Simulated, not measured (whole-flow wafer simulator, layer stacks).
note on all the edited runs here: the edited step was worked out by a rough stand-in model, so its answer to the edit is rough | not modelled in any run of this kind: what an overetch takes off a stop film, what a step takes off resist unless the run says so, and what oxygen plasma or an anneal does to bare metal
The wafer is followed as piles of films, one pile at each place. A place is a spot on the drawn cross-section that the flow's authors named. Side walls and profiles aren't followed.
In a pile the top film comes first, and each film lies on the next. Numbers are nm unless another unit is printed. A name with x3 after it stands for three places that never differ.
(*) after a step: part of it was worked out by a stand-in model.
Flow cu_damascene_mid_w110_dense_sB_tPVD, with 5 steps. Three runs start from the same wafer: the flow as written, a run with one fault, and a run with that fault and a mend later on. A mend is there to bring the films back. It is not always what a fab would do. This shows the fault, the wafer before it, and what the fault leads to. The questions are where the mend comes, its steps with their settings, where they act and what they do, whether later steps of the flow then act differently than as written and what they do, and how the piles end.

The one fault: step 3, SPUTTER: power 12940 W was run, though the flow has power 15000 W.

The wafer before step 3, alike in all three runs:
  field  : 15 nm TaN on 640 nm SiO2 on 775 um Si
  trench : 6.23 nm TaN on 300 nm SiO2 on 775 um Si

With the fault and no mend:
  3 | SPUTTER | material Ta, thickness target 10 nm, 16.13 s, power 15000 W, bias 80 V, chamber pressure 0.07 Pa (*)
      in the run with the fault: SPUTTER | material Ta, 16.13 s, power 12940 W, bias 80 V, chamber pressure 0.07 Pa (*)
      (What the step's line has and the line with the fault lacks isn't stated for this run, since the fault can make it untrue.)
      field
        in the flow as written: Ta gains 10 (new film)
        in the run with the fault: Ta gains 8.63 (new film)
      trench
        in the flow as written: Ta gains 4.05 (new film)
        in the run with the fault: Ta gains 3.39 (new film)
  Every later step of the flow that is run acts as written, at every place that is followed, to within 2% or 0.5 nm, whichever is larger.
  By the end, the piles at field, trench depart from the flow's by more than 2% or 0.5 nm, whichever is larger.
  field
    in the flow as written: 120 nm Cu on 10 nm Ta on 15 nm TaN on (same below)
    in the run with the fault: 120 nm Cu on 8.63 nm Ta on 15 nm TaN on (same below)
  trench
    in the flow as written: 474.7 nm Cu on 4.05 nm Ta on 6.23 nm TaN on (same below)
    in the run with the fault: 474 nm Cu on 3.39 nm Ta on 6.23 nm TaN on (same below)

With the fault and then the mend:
  After step 3 comes the mend.
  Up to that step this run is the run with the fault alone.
  3a | SPUTTER | material Ta, thickness target 1.407 nm, 2.269 s, power 15000 W, bias 80 V, chamber pressure 0.07 Pa (*) (a further turn of the flow's step 3, with different settings)
      field
        Ta gains 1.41
      trench
        Ta gains 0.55
  Every later step of the flow that is run acts as written, at every place that is followed, to within 2% or 0.5 nm, whichever is larger.
  When the end is reached, the piles differ only a little from the flow's at the places that both follow, at most by 2% or 0.5 nm, whichever is larger.
